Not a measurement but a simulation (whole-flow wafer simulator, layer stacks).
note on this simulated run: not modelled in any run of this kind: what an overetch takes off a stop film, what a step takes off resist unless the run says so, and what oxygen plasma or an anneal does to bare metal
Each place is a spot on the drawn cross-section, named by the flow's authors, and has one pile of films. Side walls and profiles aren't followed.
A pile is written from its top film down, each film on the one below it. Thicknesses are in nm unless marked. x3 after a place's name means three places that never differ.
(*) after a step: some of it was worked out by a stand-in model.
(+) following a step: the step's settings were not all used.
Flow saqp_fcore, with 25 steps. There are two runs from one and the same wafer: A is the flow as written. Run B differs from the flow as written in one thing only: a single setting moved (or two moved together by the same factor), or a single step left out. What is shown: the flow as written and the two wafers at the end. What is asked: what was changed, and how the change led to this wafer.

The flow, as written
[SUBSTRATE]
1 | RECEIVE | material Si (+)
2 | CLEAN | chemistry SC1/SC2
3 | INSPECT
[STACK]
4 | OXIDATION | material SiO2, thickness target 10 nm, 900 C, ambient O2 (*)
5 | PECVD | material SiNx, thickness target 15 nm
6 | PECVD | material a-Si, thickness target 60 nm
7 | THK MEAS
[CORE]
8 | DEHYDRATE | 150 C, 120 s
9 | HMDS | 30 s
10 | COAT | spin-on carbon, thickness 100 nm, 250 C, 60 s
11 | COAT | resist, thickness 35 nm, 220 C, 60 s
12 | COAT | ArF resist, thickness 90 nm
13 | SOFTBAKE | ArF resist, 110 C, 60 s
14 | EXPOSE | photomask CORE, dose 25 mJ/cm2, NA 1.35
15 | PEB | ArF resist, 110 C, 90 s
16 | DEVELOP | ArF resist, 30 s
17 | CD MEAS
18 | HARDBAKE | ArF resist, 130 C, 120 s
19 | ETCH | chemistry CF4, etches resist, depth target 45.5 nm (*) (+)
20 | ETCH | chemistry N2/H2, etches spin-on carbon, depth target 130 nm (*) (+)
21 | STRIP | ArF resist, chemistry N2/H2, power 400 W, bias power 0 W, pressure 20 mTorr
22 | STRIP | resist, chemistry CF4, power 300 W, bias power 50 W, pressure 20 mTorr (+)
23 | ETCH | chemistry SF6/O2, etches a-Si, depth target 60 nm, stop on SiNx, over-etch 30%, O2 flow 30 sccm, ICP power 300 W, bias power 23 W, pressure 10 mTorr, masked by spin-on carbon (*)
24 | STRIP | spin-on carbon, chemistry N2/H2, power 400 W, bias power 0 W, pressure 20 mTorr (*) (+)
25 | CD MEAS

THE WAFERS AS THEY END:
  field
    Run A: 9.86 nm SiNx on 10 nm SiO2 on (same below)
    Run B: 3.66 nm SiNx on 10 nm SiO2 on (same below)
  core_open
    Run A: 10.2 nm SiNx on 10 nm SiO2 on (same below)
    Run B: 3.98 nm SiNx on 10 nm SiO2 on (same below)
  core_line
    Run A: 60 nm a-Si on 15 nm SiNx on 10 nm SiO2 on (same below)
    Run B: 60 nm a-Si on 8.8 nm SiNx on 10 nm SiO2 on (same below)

What caused this: step 5, PECVD: thickness target 8.8 nm was run, though the flow has thickness target 15 nm.
The wafer itself shows it: core_line has SiNx 8.8, and step 5 as written asks for 15 nm.

Step by step, how the change led to this:
  5 | PECVD | material SiNx, thickness target 15 nm
      field, core_open, core_line: A +15 SiNx (new film) | B +8.8 SiNx (new film)
